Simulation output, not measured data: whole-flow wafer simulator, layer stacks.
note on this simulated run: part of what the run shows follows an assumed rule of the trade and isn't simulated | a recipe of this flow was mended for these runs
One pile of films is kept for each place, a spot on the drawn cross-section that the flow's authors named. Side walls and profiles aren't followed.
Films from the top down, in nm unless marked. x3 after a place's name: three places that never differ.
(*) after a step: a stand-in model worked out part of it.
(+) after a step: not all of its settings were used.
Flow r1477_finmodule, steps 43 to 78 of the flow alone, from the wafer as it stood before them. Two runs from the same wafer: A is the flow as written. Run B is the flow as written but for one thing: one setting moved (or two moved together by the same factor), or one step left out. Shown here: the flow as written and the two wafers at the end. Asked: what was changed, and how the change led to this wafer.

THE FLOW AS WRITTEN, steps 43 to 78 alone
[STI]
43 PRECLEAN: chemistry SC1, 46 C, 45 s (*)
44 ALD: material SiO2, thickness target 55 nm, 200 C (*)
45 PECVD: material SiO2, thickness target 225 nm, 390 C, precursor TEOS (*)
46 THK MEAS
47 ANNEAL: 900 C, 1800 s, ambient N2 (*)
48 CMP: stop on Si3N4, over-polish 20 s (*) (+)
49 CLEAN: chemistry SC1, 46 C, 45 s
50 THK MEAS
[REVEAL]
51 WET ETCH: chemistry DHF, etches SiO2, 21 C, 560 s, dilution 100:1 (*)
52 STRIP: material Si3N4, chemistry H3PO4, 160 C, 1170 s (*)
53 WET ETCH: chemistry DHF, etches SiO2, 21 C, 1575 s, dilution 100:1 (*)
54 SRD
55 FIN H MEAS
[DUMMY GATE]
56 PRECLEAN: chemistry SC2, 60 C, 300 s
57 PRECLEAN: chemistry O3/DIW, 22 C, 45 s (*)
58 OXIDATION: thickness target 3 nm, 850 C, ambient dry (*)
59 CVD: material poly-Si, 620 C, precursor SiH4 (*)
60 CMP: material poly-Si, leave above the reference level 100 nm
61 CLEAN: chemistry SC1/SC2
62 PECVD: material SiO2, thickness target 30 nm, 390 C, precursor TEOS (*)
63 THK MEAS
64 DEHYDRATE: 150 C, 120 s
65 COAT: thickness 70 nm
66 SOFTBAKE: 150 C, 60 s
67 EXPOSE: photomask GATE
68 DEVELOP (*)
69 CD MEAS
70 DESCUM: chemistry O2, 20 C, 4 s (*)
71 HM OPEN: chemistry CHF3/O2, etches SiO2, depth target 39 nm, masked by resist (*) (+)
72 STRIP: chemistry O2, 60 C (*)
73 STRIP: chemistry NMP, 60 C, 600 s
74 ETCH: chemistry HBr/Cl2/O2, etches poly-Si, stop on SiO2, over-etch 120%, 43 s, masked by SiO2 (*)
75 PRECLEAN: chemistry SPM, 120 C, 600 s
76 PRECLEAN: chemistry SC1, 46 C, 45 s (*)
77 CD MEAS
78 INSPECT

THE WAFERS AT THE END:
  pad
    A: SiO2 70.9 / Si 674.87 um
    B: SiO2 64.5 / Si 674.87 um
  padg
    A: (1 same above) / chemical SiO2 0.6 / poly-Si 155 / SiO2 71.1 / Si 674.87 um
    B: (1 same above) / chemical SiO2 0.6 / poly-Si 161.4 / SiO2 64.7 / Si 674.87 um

The cause: step 45, PECVD: thickness target 135.1 nm was run, where the flow has thickness target 225 nm.

How the change led to this, step by step:
  45 PECVD: material SiO2, thickness target 225 nm, 390 C, precursor TEOS (*)
      pad, padg, elg x4 and 30 more: A SiO2 +225 | B SiO2 +135.1
  47 ANNEAL: 900 C, 1800 s, ambient N2 (*)
      pad, padg, elg x4 and 30 more: A SiO2 -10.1 | B SiO2 -6.08
  48 CMP: stop on Si3N4, over-polish 20 s (*) (+)
      pad, padg: A SiO2 -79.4 | B nothing
      elg x4, esg, e40sg and 10 more: A SiO2 -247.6 | B SiO2 -161.7
      (and at 18 more places)
  60 CMP: material poly-Si, leave above the reference level 100 nm
      pad, padg: A poly-Si -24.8 | B poly-Si -18.4
  74 ETCH: chemistry HBr/Cl2/O2, etches poly-Si, stop on SiO2, over-etch 120%, 43 s, masked by SiO2 (*)
      pad: A chemical SiO2 -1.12 (all of it), poly-Si -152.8 (all of it), SiO2 -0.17 | B chemical SiO2 -1.12 (all of it), poly-Si -159.2 (all of it), SiO2 -0.14
